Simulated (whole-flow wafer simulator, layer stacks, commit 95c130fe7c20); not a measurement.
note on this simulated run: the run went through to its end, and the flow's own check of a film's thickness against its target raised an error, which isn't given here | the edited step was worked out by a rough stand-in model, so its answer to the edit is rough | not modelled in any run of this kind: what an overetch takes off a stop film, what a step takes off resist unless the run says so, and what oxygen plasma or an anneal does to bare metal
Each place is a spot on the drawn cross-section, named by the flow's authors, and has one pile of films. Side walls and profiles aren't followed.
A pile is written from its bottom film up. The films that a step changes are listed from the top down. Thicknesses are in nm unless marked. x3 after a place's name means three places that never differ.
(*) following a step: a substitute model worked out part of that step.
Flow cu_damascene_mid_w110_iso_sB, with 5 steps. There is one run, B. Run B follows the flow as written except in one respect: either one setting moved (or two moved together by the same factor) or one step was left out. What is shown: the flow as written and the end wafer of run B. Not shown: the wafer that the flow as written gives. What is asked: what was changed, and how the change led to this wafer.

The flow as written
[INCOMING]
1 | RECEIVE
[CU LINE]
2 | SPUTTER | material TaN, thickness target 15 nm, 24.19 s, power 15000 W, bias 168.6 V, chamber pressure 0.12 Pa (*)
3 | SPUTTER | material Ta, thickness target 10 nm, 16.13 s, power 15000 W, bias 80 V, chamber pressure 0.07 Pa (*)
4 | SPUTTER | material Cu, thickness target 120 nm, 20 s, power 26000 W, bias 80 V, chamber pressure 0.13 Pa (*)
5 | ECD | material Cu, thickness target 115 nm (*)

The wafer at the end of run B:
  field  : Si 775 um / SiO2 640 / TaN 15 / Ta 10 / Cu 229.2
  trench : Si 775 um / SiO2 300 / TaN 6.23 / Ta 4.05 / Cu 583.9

The reason: step 5, ECD: thickness target 109.2 nm was run, though the flow has thickness target 115 nm.

Step by step, how the change led to this:
  5 | ECD | material Cu, thickness target 115 nm (*)
      field: +109.2 Cu (it would be, as written: +115 Cu)
